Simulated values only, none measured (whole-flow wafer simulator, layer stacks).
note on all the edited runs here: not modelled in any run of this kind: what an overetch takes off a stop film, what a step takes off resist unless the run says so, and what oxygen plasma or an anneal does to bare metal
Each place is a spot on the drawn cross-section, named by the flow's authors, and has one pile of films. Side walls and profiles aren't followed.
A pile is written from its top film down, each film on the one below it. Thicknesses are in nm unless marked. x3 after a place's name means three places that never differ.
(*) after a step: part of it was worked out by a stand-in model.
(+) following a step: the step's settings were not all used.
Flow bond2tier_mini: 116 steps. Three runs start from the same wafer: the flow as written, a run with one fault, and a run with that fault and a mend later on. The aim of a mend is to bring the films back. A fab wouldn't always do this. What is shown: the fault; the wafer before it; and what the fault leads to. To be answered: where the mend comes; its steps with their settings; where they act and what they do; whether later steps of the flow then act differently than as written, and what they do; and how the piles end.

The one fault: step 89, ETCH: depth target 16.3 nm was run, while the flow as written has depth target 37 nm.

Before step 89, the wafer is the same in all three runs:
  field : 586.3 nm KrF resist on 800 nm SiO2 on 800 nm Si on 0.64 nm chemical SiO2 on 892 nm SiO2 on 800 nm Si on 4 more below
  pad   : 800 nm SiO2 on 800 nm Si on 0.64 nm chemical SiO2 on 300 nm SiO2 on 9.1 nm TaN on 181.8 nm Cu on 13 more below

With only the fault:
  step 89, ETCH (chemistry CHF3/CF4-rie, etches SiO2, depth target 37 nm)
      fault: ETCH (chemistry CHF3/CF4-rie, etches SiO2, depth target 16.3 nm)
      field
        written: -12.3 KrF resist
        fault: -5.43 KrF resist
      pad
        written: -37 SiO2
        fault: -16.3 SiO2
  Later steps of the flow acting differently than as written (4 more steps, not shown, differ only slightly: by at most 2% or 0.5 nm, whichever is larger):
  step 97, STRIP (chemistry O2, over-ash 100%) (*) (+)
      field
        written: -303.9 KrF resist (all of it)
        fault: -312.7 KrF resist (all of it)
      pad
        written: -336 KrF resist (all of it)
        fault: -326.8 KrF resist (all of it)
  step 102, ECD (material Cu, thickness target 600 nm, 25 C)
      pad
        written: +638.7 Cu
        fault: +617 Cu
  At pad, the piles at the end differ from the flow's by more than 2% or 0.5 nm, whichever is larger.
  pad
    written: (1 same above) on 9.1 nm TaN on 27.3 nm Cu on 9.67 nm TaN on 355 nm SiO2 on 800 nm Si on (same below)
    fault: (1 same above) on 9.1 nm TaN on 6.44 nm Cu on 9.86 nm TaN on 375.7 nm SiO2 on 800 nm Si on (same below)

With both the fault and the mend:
  The mend follows step 89.
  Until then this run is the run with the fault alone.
  step 89a, ETCH (chemistry CHF3/CF4-rie, etches SiO2, depth target 20.7 nm) (the flow's step 89 again, with other settings)
      field
        -6.9 KrF resist
      pad
        -20.7 SiO2
  None of the later steps of the flow acts differently than as written at any place that is followed.
  The piles end the same as the flow's at every place that both follow.
